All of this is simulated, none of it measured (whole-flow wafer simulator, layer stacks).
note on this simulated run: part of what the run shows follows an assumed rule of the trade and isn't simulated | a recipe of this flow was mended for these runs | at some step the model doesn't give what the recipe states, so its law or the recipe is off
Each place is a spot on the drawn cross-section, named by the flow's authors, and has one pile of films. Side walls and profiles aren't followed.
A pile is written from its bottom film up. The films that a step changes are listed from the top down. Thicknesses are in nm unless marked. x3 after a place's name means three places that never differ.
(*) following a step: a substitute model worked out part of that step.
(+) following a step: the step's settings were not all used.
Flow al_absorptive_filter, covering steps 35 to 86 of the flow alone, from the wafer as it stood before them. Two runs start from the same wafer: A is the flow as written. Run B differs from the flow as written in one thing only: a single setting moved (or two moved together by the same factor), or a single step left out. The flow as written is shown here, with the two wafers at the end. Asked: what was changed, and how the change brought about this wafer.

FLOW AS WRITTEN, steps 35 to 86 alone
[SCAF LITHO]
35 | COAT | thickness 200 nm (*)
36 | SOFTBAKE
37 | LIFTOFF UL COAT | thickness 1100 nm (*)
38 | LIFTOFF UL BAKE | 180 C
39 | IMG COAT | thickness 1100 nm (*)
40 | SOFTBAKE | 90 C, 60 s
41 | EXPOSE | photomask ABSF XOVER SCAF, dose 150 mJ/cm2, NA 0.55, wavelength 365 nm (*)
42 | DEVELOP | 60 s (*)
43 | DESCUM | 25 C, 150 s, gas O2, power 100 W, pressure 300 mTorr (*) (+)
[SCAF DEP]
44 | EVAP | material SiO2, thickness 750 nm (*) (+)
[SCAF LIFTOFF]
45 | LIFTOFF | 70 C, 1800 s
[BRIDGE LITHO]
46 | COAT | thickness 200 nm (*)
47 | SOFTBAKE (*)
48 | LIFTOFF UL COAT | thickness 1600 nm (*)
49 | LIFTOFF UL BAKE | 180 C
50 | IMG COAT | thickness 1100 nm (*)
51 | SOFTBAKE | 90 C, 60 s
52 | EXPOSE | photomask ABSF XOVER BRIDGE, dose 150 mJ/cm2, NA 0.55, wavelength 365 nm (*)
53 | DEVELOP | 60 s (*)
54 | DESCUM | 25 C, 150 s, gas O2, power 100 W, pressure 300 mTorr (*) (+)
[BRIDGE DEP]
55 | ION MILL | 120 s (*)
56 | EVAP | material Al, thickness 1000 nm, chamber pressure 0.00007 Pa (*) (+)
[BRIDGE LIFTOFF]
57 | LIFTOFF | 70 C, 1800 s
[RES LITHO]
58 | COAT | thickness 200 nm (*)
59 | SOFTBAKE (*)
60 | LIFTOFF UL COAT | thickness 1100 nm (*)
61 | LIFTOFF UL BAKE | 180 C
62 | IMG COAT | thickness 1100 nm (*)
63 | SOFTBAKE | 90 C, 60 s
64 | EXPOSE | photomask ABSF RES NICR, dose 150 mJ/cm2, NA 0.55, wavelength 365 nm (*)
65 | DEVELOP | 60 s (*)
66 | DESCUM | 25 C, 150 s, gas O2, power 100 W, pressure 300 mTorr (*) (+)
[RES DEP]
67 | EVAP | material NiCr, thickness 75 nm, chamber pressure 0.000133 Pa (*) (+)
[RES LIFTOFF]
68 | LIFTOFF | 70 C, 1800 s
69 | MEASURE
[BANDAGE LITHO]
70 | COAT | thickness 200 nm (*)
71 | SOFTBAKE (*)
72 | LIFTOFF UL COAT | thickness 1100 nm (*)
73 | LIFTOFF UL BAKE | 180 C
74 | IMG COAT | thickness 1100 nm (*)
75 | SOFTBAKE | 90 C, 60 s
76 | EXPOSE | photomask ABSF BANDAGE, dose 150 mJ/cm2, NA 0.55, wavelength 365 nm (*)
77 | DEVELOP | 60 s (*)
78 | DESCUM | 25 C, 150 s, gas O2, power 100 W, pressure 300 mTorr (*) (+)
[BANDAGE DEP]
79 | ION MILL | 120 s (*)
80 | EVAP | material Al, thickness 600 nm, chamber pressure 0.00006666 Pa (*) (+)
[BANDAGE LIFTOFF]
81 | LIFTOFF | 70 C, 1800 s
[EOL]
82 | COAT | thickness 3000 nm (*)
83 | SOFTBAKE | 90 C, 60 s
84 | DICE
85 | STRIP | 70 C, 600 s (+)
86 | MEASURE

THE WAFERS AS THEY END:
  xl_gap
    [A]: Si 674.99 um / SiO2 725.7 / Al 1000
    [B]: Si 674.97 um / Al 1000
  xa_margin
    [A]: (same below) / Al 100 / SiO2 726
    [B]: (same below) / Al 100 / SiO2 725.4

What caused this: step 43, DESCUM: 105 s was run, while the flow as written has 150 s.

The path from the change to this, step by step:
  43 | DESCUM | 25 C, 150 s, gas O2, power 100 W, pressure 300 mTorr (*) (+)
      xl_gap: A acrylic-e-beam-resist loses 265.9 (all of it) | B acrylic-e-beam-resist loses 223.4
      gnd, pad_far, pad_near and 7 more: A i-line-resist loses 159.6 | B i-line-resist loses 111.7
  45 | LIFTOFF | 70 C, 1800 s
      xl_gap: A nothing | B SiO2 loses 750 (all of it), acrylic-e-beam-resist loses 42.5 (all of it)
      gnd, xa_field, xl_land, idc_field: A SiO2 loses 750 (all of it), i-line-resist loses 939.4 (all of it), lift-off-underlayer loses 1100 (all of it), acrylic-e-beam-resist loses 200 (all of it) | B SiO2 loses 750 (all of it), i-line-resist loses 987.2 (all of it), lift-off-underlayer loses 1100 (all of it), acrylic-e-beam-resist loses 200 (all of it)
      (also at 6 further places)
  46 | COAT | thickness 200 nm (*)
      xl_land: A acrylic-e-beam-resist gains 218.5 (new film) | B acrylic-e-beam-resist gains 174.7 (new film)
      xl_gap: A acrylic-e-beam-resist gains 97.9 (new film) | B acrylic-e-beam-resist gains 467.8 (new film)
      (also at 1 further place)
  48 | LIFTOFF UL COAT | thickness 1600 nm (*)
      xl_gap: A lift-off-underlayer gains 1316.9 (new film) | B lift-off-underlayer gains 1621.4 (new film)
      xl_turn: A lift-off-underlayer gains 1215.9 (new film) | B lift-off-underlayer gains 1163.2 (new film)
  53 | DEVELOP | 60 s (*)
      xl_gap: A i-line-resist loses 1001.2 (all of it), lift-off-underlayer loses 1316.9 (all of it) | B i-line-resist loses 1010.3 (all of it), lift-off-underlayer loses 1621.4 (all of it)
      xl_turn: A i-line-resist loses 967.9 (all of it), lift-off-underlayer loses 1215.9 (all of it) | B i-line-resist loses 974.7 (all of it), lift-off-underlayer loses 1163.2 (all of it)
  54 | DESCUM | 25 C, 150 s, gas O2, power 100 W, pressure 300 mTorr (*) (+)
      gnd, pad_far, pad_near and 7 more: A i-line-resist loses 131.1 | B i-line-resist loses 280.7
      xl_land: A acrylic-e-beam-resist loses 218.5 (all of it) | B acrylic-e-beam-resist loses 174.7 (all of it)
      (also at 2 further places)
  55 | ION MILL | 120 s (*)
      xl_gap: A SiO2 loses 24.3 | B Si loses 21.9
  57 | LIFTOFF | 70 C, 1800 s
      gnd, xa_field, idc_field: A Al loses 1000 (all of it), i-line-resist loses 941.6 (all of it), lift-off-underlayer loses 1600 (all of it), acrylic-e-beam-resist loses 200 (all of it) | B Al loses 1000 (all of it), i-line-resist loses 792.1 (all of it), lift-off-underlayer loses 1600 (all of it), acrylic-e-beam-resist loses 200 (all of it)
      pad_far: A Al loses 1000 (all of it), i-line-resist loses 940.5 (all of it), lift-off-underlayer loses 1591.1 (all of it), acrylic-e-beam-resist loses 198.5 (all of it) | B Al loses 1000 (all of it), i-line-resist loses 791 (all of it), lift-off-underlayer loses 1591.1 (all of it), acrylic-e-beam-resist loses 198.5 (all of it)
      (also at 6 further places)
  58 | COAT | thickness 200 nm (*)
      xl_gap: A acrylic-e-beam-resist gains 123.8 (new film) | B acrylic-e-beam-resist gains 769.1 (new film)
      xl_turn: A acrylic-e-beam-resist gains 146.6 (new film) | B acrylic-e-beam-resist gains 127.8 (new film)
  60 | LIFTOFF UL COAT | thickness 1100 nm (*)
      xl_gap: A lift-off-underlayer gains 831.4 (new film) | B lift-off-underlayer gains 900.7 (new film)
  68 | LIFTOFF | 70 C, 1800 s
      xl_gap: A NiCr loses 75 (all of it), i-line-resist loses 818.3 (all of it), lift-off-underlayer loses 831.4 (all of it), acrylic-e-beam-resist loses 123.8 (all of it) | B NiCr loses 75 (all of it), i-line-resist loses 828.2 (all of it), lift-off-underlayer loses 900.7 (all of it), acrylic-e-beam-resist loses 769.1 (all of it)
      xl_turn: A NiCr loses 75 (all of it), i-line-resist loses 760.9 (all of it), lift-off-underlayer loses 781.4 (all of it), acrylic-e-beam-resist loses 146.6 (all of it) | B NiCr loses 75 (all of it), i-line-resist loses 769.7 (all of it), lift-off-underlayer loses 767.3 (all of it), acrylic-e-beam-resist loses 127.8 (all of it)
  70 | COAT | thickness 200 nm (*)
      xl_gap: A acrylic-e-beam-resist gains 114.6 (new film) | B acrylic-e-beam-resist gains 662.9 (new film)
      xl_turn: A acrylic-e-beam-resist gains 144.3 (new film) | B acrylic-e-beam-resist gains 124.2 (new film)
  72 | LIFTOFF UL COAT | thickness 1100 nm (*)
      xl_gap: A lift-off-underlayer gains 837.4 (new film) | B lift-off-underlayer gains 981.1 (new film)
      xl_turn: A lift-off-underlayer gains 781 (new film) | B lift-off-underlayer gains 748.6 (new film)
  81 | LIFTOFF | 70 C, 1800 s
      xl_gap: A Al loses 600 (all of it), i-line-resist loses 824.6 (all of it), lift-off-underlayer loses 837.4 (all of it), acrylic-e-beam-resist loses 114.6 (all of it) | B Al loses 600 (all of it), i-line-resist loses 838.8 (all of it), lift-off-underlayer loses 981.1 (all of it), acrylic-e-beam-resist loses 662.9 (all of it)
      xl_turn: A Al loses 600 (all of it), i-line-resist loses 766.6 (all of it), lift-off-underlayer loses 781 (all of it), acrylic-e-beam-resist loses 144.3 (all of it) | B Al loses 600 (all of it), i-line-resist loses 776.7 (all of it), lift-off-underlayer loses 748.6 (all of it), acrylic-e-beam-resist loses 124.2 (all of it)
  82 | COAT | thickness 3000 nm (*)
      xl_gap: A i-line-resist gains 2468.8 (new film) | B i-line-resist gains 3187.4 (new film)
  83 | SOFTBAKE | 90 C, 60 s
      xl_gap: A i-line-resist loses 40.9 | B i-line-resist loses 36
      xl_turn: A i-line-resist loses 52 | B i-line-resist loses 43.7
  85 | STRIP | 70 C, 600 s (+)
      xl_gap: A i-line-resist loses 2427.9 (all of it) | B i-line-resist loses 3151.4 (all of it)
